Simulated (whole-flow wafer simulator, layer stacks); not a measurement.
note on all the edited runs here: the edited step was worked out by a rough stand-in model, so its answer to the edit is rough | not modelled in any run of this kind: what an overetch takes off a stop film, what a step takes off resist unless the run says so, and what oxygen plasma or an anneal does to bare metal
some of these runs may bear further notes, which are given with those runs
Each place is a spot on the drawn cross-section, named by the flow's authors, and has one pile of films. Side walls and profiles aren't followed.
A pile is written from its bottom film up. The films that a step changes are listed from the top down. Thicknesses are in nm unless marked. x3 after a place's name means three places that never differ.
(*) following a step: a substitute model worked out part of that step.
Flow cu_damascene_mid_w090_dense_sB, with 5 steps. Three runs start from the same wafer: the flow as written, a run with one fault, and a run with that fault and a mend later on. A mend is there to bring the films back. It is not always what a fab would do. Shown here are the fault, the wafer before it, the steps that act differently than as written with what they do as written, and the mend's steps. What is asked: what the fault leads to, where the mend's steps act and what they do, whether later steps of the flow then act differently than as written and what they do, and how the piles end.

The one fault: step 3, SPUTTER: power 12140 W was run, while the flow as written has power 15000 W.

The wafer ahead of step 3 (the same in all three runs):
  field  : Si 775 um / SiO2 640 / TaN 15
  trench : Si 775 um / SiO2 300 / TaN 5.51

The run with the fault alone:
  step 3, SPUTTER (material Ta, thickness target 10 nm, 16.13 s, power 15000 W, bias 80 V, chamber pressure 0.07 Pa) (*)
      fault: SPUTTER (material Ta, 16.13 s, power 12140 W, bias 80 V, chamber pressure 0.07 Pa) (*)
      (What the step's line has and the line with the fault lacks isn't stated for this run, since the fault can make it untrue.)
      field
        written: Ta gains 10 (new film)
        fault: Ta gains 8.09 (new film)
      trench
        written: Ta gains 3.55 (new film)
        fault: Ta gains 2.74 (new film)
  None of the later steps of the flow differs from how it acts as written, at any place that is followed, by more than 2% or 0.5 nm, whichever is larger.
  By the end, the piles at field, trench depart from the flow's by more than 2% or 0.5 nm, whichever is larger.
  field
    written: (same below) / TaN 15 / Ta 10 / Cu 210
    fault: (same below) / TaN 15 / Ta 8.09 / Cu 210
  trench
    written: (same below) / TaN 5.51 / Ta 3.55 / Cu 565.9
    fault: (same below) / TaN 5.51 / Ta 2.74 / Cu 564.8

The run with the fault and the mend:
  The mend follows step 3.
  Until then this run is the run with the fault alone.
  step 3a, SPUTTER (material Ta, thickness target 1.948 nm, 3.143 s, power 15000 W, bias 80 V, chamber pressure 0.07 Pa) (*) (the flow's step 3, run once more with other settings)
      field
        Ta gains 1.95
      trench
        Ta gains 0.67
  None of the later steps of the flow differs from how it acts as written, at any place that is followed, by more than 2% or 0.5 nm, whichever is larger.
  The piles end only slightly different from the flow's at the places that both follow, by no more than 2% or 0.5 nm, whichever is larger.
